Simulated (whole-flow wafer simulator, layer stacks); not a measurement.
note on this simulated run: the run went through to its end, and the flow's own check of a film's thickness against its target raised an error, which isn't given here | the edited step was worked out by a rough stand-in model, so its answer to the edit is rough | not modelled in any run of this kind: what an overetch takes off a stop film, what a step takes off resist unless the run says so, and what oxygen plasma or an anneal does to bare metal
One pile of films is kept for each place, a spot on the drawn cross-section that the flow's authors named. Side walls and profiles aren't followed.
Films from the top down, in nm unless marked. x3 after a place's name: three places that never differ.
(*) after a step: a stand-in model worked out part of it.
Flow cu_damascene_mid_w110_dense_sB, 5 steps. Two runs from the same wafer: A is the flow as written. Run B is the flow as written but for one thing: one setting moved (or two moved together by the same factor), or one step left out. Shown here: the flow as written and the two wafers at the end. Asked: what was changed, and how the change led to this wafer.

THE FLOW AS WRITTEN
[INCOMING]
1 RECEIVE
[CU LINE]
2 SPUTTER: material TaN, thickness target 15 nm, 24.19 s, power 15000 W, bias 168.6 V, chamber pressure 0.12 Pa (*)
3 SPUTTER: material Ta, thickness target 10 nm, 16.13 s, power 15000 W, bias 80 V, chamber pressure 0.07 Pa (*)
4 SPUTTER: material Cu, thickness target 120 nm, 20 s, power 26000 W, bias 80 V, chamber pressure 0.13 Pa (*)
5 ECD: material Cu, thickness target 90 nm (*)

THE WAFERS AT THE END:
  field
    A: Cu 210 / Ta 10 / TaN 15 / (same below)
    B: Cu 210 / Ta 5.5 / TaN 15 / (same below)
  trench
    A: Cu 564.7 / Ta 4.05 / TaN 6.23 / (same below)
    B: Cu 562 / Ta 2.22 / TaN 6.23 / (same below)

The cause: step 3, SPUTTER: thickness target 5.5 nm was run, where the flow has thickness target 10 nm; step 3, SPUTTER: 8.87 s was run, where the flow has 16.13 s.
It can be read off the wafer: field has Ta 5.5, and step 3 as written asks for 10 nm.

How the change led to this, step by step:
  3 SPUTTER: material Ta, thickness target 10 nm, 16.13 s, power 15000 W, bias 80 V, chamber pressure 0.07 Pa (*)
      field: A Ta +10 (new film) | B Ta +5.5 (new film)
      trench: A Ta +4.05 (new film) | B Ta +2.22 (new film)
